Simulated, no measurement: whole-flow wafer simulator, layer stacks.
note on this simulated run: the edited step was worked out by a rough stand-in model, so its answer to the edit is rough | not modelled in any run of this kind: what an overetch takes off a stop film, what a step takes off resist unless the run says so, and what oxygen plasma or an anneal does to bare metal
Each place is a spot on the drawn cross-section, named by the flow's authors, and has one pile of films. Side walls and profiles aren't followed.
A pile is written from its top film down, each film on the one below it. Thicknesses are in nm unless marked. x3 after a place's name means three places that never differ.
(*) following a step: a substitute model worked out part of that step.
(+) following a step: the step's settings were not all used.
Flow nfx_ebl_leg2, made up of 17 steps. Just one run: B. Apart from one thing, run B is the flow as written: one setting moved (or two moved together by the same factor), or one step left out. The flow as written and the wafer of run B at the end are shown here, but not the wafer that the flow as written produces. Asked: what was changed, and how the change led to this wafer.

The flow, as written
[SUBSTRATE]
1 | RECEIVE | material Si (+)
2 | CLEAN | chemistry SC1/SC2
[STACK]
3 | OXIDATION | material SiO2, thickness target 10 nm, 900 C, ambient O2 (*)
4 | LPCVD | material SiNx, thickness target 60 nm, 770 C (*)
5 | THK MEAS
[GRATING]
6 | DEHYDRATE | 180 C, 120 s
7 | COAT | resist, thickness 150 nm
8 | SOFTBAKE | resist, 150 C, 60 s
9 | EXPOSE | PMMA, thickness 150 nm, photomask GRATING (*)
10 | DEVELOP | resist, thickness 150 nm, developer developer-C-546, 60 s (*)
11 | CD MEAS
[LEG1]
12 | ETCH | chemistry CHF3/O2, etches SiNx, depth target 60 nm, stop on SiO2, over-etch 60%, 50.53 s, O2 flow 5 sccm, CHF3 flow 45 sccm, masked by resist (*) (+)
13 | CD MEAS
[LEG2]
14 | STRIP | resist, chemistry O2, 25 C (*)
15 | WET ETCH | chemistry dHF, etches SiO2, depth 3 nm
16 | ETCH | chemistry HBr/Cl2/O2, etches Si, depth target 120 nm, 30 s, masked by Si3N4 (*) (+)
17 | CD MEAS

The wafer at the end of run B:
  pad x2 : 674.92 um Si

Cause: step 16, ETCH: depth target 75 nm was run, whereas the flow has depth target 120 nm.

The path from the change to this, step by step:
  16 | ETCH | chemistry HBr/Cl2/O2, etches Si, depth target 120 nm, 30 s, masked by Si3N4 (*) (+)
      pad x2: Si loses 75 (as written it would have been: Si loses 120)
